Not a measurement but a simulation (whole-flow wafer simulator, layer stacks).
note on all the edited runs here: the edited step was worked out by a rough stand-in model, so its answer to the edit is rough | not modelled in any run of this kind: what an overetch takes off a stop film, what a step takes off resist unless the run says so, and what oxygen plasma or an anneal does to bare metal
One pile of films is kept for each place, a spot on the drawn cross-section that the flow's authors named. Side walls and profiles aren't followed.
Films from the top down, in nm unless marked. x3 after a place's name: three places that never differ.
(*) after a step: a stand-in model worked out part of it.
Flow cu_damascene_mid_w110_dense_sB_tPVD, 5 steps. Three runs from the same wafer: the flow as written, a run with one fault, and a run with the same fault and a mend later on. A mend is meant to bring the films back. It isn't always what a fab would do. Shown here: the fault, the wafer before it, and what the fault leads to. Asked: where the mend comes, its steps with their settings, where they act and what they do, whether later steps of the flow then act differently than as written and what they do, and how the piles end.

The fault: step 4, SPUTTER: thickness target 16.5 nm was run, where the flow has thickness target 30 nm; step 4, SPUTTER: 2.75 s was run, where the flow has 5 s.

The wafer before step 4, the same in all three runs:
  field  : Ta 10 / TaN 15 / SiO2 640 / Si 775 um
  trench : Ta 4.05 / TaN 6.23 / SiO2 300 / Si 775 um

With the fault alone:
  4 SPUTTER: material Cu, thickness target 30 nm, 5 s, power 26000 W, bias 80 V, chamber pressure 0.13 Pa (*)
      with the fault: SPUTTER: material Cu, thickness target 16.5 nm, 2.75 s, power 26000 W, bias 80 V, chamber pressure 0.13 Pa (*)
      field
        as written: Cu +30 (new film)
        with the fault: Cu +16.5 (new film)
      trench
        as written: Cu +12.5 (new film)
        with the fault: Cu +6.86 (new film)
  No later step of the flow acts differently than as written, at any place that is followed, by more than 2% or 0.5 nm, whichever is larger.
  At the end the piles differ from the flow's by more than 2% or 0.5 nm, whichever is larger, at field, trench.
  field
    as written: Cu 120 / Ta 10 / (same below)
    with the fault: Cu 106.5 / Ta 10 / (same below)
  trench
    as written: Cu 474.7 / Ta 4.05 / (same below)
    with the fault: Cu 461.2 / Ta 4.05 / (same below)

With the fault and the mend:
  The mend comes after step 4.
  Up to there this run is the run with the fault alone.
  4a SPUTTER: material Cu, thickness target 13.5 nm, 2.25 s, power 26000 W, bias 80 V, chamber pressure 0.13 Pa (*) (the flow's step 4 once more, with other settings)
      field
        Cu +13.5
      trench
        Cu +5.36
  No later step of the flow acts differently than as written, at any place that is followed, by more than 2% or 0.5 nm, whichever is larger.
  At the end the piles are the same as the flow's at every place that both follow.
